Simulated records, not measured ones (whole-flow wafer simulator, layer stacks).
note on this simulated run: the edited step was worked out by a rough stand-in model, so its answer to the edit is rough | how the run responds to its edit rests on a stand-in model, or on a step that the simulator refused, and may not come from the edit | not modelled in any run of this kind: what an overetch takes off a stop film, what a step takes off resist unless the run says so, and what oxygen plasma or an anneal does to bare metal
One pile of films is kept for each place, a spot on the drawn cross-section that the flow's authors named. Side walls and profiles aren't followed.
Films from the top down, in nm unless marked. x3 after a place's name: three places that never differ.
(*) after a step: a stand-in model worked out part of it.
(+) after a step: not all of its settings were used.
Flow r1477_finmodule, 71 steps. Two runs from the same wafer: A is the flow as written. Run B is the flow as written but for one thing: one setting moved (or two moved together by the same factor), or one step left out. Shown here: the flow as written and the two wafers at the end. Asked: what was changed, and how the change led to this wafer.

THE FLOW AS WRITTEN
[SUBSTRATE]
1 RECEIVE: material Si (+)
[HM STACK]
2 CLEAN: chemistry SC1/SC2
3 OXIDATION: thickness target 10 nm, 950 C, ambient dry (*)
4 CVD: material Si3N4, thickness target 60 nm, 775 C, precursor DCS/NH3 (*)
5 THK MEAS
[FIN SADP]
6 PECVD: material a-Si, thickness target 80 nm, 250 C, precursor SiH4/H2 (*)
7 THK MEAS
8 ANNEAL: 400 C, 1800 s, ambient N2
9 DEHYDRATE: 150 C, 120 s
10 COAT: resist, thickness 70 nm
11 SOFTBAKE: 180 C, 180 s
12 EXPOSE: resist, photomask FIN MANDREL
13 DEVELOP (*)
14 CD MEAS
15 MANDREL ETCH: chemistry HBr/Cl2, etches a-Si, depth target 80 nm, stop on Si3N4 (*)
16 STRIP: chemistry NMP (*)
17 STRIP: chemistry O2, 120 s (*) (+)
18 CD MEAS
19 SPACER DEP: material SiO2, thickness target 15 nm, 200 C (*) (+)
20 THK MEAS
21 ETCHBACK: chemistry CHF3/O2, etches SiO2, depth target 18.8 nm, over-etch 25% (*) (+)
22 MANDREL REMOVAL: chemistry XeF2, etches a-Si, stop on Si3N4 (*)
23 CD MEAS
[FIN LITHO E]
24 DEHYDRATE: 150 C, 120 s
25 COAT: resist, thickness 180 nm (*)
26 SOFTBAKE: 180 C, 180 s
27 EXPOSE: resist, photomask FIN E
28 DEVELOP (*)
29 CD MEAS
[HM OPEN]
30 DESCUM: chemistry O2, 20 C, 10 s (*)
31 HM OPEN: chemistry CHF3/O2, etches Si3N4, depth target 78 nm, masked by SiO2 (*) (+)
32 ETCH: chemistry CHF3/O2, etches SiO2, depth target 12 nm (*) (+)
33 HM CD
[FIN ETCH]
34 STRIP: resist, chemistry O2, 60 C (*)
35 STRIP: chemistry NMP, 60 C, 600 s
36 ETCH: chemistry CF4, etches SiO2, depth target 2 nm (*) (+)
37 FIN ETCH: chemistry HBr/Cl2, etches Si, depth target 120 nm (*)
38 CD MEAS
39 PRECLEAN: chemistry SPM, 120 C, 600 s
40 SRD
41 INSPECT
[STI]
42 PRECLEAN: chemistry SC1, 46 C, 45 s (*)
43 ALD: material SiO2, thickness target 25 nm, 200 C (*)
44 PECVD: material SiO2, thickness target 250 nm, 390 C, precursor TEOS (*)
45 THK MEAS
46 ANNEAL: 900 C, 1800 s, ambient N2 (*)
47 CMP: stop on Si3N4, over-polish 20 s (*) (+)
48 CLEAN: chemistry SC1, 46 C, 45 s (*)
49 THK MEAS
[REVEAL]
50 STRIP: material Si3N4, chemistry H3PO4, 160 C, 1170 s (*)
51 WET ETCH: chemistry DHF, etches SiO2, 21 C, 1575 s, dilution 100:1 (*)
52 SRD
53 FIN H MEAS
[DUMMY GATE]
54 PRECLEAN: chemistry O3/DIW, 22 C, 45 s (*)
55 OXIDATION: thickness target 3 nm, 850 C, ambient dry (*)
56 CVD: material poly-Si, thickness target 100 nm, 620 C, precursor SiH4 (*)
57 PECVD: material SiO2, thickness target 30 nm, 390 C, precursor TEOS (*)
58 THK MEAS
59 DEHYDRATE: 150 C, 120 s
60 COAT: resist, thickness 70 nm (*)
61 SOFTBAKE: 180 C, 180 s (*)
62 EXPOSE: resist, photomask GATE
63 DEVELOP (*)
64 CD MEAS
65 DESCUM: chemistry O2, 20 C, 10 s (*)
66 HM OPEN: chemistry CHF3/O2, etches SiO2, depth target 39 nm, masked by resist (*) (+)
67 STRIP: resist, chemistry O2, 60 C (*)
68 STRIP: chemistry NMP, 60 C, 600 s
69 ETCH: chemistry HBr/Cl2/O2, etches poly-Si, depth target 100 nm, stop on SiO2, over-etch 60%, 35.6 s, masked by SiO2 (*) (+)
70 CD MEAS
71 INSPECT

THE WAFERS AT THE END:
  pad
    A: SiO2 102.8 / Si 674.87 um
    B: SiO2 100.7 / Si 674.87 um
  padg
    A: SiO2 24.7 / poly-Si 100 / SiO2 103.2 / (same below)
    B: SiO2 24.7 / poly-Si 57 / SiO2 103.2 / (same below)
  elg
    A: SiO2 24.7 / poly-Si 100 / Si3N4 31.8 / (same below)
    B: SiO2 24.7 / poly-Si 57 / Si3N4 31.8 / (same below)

The cause: step 56, CVD: thickness target 57 nm was run, where the flow has thickness target 100 nm.
It can be read off the wafer: padg has poly-Si 57, and step 56 as written asks for 100 nm.

How the change led to this, step by step:
  56 CVD: material poly-Si, thickness target 100 nm, 620 C, precursor SiH4 (*)
      pad, padg, elg and 26 more: A poly-Si +100 (new film) | B poly-Si +57 (new film)
      s40cg, s40co: A poly-Si +113.9 (new film) | B poly-Si +69.3 (new film)
      (and at 5 more places)
  60 COAT: resist, thickness 70 nm (*)
      s45cg, s45co: A resist +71 (new film) | B resist +72.8 (new film)
      s50cg, s50co: A resist +71.5 (new film) | B resist +73.8 (new film)
  63 DEVELOP (*)
      s45co: A resist -71 (all of it) | B resist -72.8 (all of it)
      s50co: A resist -71.5 (all of it) | B resist -73.8 (all of it)
  67 STRIP: resist, chemistry O2, 60 C (*)
      s40cg: A resist -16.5 (all of it) | B resist -17.9 (all of it)
      s45cg: A resist -16.9 (all of it) | B resist -18.7 (all of it)
      (and at 1 more place)
  69 ETCH: chemistry HBr/Cl2/O2, etches poly-Si, depth target 100 nm, stop on SiO2, over-etch 60%, 35.6 s, masked by SiO2 (*) (+)
      pad, eso, e40so and 8 more: A chemical SiO2 -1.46 (all of it), poly-Si -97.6 (all of it), SiO2 -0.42 | B chemical SiO2 -1.46 (all of it), poly-Si -54.6 (all of it), SiO2 -2.57
      elo, e40lo, e100lo, e200lo: A chemical SiO2 -1.46 (all of it), poly-Si -97.6 (all of it), Si3N4 -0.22 | B chemical SiO2 -1.46 (all of it), poly-Si -54.6 (all of it), Si3N4 -4.13
      (and at 3 more places)
